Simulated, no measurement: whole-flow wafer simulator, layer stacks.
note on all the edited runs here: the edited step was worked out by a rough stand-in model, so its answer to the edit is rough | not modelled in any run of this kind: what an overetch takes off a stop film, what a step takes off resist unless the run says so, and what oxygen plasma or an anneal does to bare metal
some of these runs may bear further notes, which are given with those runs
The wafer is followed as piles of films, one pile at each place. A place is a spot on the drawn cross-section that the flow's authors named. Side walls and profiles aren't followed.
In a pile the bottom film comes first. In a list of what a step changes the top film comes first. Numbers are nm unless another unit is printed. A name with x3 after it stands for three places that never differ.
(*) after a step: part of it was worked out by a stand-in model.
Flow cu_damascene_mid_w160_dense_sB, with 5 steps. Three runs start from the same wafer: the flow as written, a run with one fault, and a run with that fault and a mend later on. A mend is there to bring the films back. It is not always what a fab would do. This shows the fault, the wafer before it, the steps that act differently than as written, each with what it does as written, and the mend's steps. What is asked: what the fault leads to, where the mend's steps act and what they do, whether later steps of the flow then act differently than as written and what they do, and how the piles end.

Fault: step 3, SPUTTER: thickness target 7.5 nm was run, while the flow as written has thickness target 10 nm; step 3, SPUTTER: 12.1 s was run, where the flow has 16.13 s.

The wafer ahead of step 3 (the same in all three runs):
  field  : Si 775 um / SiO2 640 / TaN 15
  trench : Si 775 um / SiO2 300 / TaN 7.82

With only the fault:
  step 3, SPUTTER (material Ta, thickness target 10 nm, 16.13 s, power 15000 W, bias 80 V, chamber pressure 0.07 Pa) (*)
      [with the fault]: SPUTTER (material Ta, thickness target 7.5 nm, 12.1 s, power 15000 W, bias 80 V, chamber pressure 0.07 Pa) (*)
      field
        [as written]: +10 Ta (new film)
        [with the fault]: +7.5 Ta (new film)
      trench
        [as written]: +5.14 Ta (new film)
        [with the fault]: +3.85 Ta (new film)
  Every later step of the flow that is run acts as written, at every place that is followed, to within 2% or 0.5 nm, whichever is larger.
  At field, trench, the piles at the end differ from the flow's by more than 2% or 0.5 nm, whichever is larger.
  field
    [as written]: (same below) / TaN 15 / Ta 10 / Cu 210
    [with the fault]: (same below) / TaN 15 / Ta 7.5 / Cu 210
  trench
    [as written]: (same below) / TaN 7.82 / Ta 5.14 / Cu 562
    [with the fault]: (same below) / TaN 7.82 / Ta 3.85 / Cu 560.8

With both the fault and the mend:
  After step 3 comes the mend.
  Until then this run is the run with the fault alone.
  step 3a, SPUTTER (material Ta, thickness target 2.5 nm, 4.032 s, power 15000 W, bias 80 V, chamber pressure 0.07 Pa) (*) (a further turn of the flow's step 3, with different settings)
      field
        +2.5 Ta
      trench
        +1.26 Ta
  Every later step of the flow that is run acts as written, at every place that is followed, to within 2% or 0.5 nm, whichever is larger.
  At the end the piles are close to the flow's at the places that both follow, differing by at most 2% or 0.5 nm, whichever is larger.
